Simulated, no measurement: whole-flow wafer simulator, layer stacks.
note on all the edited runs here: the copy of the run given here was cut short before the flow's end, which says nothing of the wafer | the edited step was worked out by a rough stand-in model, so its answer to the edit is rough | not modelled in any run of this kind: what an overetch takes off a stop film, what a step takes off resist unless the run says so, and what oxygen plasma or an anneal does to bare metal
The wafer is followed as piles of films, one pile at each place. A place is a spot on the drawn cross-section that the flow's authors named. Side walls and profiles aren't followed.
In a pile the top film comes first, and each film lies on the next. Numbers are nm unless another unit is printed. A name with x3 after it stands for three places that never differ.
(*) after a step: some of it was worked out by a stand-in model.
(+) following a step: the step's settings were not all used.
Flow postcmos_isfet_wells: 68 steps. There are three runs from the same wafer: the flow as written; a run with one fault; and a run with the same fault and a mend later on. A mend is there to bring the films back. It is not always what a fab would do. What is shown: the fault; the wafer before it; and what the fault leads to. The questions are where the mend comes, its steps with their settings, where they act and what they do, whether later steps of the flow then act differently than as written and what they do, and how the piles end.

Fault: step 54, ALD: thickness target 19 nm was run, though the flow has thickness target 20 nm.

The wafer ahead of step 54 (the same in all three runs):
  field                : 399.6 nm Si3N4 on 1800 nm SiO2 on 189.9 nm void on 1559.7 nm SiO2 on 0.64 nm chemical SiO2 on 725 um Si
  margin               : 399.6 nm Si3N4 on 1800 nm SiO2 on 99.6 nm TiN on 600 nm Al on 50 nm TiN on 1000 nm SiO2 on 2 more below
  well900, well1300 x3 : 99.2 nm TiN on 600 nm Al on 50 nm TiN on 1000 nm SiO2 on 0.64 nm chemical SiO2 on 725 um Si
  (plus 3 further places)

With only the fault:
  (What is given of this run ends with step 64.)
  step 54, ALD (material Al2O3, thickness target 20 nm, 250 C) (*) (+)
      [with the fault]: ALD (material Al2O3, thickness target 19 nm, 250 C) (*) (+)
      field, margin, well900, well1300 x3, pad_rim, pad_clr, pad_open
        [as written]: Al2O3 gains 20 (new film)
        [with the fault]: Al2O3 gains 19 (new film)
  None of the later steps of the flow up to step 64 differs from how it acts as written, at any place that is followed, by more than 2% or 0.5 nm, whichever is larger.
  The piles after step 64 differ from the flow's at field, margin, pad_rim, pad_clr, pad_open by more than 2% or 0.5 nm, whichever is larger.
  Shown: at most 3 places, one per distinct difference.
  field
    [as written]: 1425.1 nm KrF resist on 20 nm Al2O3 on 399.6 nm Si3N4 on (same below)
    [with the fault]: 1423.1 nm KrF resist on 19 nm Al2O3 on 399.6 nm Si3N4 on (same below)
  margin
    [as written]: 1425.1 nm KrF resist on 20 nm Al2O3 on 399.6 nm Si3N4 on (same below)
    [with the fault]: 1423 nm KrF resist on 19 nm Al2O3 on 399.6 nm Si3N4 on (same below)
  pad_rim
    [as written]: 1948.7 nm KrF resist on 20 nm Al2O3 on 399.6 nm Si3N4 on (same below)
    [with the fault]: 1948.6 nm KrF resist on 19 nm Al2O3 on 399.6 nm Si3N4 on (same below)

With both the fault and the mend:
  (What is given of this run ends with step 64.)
  After step 54 comes the mend.
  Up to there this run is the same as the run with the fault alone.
  step 54a, ALD (material Al2O3, thickness target 1 nm, 250 C) (*) (+) (a further turn of the flow's step 54, with different settings)
      field, margin, well900, well1300 x3, pad_rim, pad_clr, pad_open
        Al2O3 gains 1
  None of the later steps of the flow up to step 64 acts differently than as written at any place that is followed.
  The piles after step 64 are the same as the flow's at every place that both follow.
